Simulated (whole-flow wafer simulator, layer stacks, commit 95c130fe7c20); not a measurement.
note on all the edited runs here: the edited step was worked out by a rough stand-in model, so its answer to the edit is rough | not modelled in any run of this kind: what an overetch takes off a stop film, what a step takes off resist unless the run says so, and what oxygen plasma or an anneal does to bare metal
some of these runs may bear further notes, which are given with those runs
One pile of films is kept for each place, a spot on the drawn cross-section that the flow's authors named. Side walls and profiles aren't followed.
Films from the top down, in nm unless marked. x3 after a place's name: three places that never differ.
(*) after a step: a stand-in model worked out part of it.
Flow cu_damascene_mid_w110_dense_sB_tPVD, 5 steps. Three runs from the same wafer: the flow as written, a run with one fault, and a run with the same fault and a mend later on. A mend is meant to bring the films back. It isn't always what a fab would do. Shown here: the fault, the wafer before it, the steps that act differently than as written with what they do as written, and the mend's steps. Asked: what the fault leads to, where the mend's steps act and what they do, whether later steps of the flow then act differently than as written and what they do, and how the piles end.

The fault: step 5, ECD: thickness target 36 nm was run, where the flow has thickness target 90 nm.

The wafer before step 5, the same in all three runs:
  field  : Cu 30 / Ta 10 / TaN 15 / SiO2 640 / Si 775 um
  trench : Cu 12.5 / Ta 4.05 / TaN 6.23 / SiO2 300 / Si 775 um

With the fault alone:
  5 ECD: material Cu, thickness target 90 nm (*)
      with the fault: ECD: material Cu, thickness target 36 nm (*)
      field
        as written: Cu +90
        with the fault: Cu +36
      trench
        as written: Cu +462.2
        with the fault: Cu +36
  No later step of the flow acts differently than as written at any place that is followed.
  At the end the piles differ from the flow's by more than 2% or 0.5 nm, whichever is larger, at field, trench.
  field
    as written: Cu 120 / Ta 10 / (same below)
    with the fault: Cu 66 / Ta 10 / (same below)
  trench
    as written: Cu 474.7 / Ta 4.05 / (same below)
    with the fault: Cu 48.5 / Ta 4.05 / (same below)

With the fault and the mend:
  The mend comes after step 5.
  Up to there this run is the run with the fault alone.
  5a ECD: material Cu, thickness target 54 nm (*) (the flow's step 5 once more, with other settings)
      field
        Cu +54
      trench
        Cu +426.2
  No later step of the flow acts differently than as written at any place that is followed.
  At the end the piles are the same as the flow's at every place that both follow.
